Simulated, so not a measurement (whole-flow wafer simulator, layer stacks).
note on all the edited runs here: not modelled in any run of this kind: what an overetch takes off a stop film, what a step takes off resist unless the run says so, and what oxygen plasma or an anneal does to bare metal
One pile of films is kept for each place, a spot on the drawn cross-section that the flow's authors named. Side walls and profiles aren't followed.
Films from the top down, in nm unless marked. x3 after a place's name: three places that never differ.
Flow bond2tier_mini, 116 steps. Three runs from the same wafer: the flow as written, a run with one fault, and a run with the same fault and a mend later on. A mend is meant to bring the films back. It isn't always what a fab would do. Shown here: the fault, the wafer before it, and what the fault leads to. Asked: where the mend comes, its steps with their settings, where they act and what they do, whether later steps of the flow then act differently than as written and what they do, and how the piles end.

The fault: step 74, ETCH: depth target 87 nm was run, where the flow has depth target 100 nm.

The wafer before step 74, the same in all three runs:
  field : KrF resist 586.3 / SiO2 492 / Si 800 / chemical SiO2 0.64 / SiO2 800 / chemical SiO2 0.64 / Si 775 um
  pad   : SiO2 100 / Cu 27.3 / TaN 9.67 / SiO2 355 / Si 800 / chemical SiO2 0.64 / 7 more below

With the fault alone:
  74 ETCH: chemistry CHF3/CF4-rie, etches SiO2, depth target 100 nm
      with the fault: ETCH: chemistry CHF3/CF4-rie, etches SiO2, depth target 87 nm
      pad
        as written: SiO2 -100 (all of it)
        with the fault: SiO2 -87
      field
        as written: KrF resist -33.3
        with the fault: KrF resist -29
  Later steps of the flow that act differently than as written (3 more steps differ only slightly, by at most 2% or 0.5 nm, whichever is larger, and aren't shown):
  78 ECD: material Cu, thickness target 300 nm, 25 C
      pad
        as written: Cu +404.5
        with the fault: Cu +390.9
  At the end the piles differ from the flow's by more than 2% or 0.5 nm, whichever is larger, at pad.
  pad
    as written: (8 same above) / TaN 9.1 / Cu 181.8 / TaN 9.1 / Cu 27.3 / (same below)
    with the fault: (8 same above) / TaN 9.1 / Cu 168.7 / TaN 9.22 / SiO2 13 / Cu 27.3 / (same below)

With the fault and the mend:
  The mend comes after step 74.
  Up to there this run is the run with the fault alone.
  74a ETCH: chemistry CHF3/CF4-rie, etches SiO2, depth target 13 nm (the flow's step 74 once more, with other settings)
      field
        KrF resist -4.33
      pad
        SiO2 -13 (all of it)
  No later step of the flow acts differently than as written at any place that is followed.
  At the end the piles are the same as the flow's at every place that both follow.
